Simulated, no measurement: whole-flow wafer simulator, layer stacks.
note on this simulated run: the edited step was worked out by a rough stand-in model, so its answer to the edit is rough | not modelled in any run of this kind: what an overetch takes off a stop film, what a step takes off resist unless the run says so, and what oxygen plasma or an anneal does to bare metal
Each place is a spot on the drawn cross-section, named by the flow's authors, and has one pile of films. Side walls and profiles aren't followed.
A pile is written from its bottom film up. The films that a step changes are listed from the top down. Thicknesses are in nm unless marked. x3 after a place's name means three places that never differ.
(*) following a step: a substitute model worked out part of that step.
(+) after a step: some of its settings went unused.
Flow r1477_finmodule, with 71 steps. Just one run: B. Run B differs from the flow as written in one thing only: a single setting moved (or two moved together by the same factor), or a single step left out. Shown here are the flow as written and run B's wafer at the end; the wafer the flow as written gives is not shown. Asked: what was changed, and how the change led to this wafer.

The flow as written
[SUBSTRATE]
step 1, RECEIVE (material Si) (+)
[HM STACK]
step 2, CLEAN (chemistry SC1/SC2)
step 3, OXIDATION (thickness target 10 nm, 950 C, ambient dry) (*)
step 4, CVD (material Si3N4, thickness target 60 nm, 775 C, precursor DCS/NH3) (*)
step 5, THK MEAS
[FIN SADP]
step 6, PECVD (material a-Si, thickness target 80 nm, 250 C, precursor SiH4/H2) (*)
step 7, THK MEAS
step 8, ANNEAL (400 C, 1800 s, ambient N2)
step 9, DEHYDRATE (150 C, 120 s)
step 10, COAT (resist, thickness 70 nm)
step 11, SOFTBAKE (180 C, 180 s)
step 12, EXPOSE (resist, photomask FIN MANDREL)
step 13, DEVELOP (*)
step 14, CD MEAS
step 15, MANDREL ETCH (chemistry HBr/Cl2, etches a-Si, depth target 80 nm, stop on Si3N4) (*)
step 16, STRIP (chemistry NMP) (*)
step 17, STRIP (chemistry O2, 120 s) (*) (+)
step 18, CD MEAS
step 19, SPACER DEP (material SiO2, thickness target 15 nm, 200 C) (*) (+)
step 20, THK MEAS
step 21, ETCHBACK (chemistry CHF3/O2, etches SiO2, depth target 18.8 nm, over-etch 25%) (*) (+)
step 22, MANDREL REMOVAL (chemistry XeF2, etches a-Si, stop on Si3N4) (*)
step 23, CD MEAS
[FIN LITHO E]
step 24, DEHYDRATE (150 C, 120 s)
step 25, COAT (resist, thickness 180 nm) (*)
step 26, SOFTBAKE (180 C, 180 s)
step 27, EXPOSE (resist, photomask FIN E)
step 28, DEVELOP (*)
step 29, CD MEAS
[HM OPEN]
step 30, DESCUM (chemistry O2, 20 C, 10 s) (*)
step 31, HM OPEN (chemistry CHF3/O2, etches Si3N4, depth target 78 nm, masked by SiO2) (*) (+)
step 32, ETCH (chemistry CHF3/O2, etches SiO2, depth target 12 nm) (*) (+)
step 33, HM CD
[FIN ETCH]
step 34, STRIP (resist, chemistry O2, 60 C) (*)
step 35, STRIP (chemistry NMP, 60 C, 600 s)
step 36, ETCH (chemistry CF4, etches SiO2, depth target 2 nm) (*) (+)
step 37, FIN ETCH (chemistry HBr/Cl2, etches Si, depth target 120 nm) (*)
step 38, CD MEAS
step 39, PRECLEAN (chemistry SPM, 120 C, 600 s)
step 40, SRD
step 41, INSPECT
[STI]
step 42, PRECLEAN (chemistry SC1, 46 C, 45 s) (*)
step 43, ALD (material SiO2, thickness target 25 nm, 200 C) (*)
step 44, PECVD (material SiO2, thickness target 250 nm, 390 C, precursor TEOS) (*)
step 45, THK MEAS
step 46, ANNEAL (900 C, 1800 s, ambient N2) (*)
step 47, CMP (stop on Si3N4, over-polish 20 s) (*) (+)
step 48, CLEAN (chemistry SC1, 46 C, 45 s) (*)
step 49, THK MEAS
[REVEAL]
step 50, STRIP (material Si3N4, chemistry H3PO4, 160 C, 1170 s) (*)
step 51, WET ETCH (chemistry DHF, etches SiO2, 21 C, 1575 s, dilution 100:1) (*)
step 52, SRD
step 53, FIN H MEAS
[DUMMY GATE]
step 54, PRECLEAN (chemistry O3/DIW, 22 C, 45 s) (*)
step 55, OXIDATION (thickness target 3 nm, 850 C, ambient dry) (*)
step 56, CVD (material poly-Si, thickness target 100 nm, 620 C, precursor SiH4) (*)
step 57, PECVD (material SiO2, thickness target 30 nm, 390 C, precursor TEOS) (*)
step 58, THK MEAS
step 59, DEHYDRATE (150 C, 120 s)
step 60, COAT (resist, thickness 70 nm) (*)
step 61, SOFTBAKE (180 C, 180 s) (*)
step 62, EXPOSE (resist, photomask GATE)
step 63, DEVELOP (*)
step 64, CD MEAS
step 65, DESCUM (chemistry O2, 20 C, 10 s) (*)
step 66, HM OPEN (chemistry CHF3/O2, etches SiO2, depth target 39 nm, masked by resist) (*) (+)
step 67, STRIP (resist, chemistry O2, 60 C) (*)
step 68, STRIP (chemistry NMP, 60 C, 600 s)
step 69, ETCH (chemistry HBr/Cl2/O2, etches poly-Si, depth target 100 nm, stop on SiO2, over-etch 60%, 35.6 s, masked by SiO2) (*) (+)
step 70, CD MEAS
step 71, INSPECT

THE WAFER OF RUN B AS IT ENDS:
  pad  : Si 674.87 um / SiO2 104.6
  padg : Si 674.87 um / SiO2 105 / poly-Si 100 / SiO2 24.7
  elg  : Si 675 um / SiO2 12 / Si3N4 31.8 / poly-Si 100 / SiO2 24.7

Cause: step 3, OXIDATION: thickness target 12 nm was run, though the flow has thickness target 10 nm.
One can read it off the wafer: elg has SiO2 12, and step 3 as written asks for 10 nm.

How this came from the change, step by step:
  step 3, OXIDATION (thickness target 10 nm, 950 C, ambient dry) (*)
      pad, padg, elg and 33 more: SiO2 gains 12 (new film), chemical SiO2 loses 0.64 (all of it), Si loses 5 (it would be, as written: SiO2 gains 10 (new film), chemical SiO2 loses 0.64 (all of it), Si loses 4.12)
  step 31, HM OPEN (chemistry CHF3/O2, etches Si3N4, depth target 78 nm, masked by SiO2) (*) (+)
      pad, padg, esg and 13 more: Si3N4 loses 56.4 (all of it), SiO2 loses 10.8 (it would be, as written: Si3N4 loses 56.4 (all of it), SiO2 loses 10 (all of it))
  step 32, ETCH (chemistry CHF3/O2, etches SiO2, depth target 12 nm) (*) (+)
      pad, padg, e40sg and 11 more: SiO2 loses 1.19 (all of it), Si loses 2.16 (it would be, as written: Si loses 2.4)
      esg, eso: SiO2 loses 1.19 (all of it), Si loses 2.16 (it would be, as written: Si loses 1.77)
      (also at 6 further places)
  step 47, CMP (stop on Si3N4, over-polish 20 s) (*) (+)
      pad, padg, e40sg and 11 more: SiO2 loses 70 (it would be, as written: SiO2 loses 71.8)
      eso: SiO2 loses 70 (it would be, as written: SiO2 loses 72.4)
  step 51, WET ETCH (chemistry DHF, etches SiO2, 21 C, 1575 s, dilution 100:1) (*)
      s40sg_line, s45sg_line, s50sg_line, s40so_line, s45so_line, s50so_line: SiO2 loses 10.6 (all of it) (it would be, as written: SiO2 loses 8.63 (all of it))
  step 60, COAT (resist, thickness 70 nm) (*)
      s40sg, s40so: resist gains 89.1 (new film) (it would be, as written: resist gains 91 (new film))
      s45sg, s45so: resist gains 89 (new film) (it would be, as written: resist gains 91 (new film))
      (also at 2 further places)
  step 63, DEVELOP (*)
      s40so: resist loses 89.1 (all of it) (it would be, as written: resist loses 91 (all of it))
      s45so: resist loses 89 (all of it) (it would be, as written: resist loses 91 (all of it))
      (also at 1 further place)
  step 67, STRIP (resist, chemistry O2, 60 C) (*)
      s40sg: resist loses 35 (all of it) (it would be, as written: resist loses 36.9 (all of it))
      s45sg: resist loses 34.9 (all of it) (it would be, as written: resist loses 36.9 (all of it))
      (also at 1 further place)
